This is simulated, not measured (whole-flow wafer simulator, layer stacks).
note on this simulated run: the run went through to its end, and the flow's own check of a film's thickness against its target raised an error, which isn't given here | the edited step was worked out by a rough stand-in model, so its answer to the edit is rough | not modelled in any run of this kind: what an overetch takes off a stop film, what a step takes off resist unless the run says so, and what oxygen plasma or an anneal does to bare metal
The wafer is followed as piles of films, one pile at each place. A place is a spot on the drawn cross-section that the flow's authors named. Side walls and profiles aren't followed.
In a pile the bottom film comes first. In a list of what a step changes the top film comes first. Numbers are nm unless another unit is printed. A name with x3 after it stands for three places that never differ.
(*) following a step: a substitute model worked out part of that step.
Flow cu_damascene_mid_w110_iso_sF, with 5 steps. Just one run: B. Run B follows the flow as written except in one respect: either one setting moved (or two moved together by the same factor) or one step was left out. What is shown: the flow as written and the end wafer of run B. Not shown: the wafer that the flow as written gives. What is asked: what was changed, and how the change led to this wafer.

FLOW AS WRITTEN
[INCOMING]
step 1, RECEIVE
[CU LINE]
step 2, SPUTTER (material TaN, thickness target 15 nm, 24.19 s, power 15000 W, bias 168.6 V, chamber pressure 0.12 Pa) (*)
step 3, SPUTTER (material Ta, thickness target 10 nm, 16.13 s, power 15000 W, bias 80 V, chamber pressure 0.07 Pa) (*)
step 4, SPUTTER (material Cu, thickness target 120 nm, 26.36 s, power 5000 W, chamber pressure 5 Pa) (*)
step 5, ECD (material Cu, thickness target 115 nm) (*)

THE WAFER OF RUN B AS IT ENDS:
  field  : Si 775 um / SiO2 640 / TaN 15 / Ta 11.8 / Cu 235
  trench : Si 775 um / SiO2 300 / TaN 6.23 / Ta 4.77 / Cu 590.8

What caused this: step 3, SPUTTER: thickness target 11.8 nm was run, whereas the flow has thickness target 10 nm; step 3, SPUTTER: 18.95 s was run, where the flow has 16.13 s.
The wafer lets one read it off: field has Ta 11.8, and step 3 as written asks for 10 nm.

Step by step, how the change led to this:
  step 3, SPUTTER (material Ta, thickness target 10 nm, 16.13 s, power 15000 W, bias 80 V, chamber pressure 0.07 Pa) (*)
      field: +11.8 Ta (new film) (as written it would have been: +10 Ta (new film))
      trench: +4.77 Ta (new film) (as written it would have been: +4.05 Ta (new film))
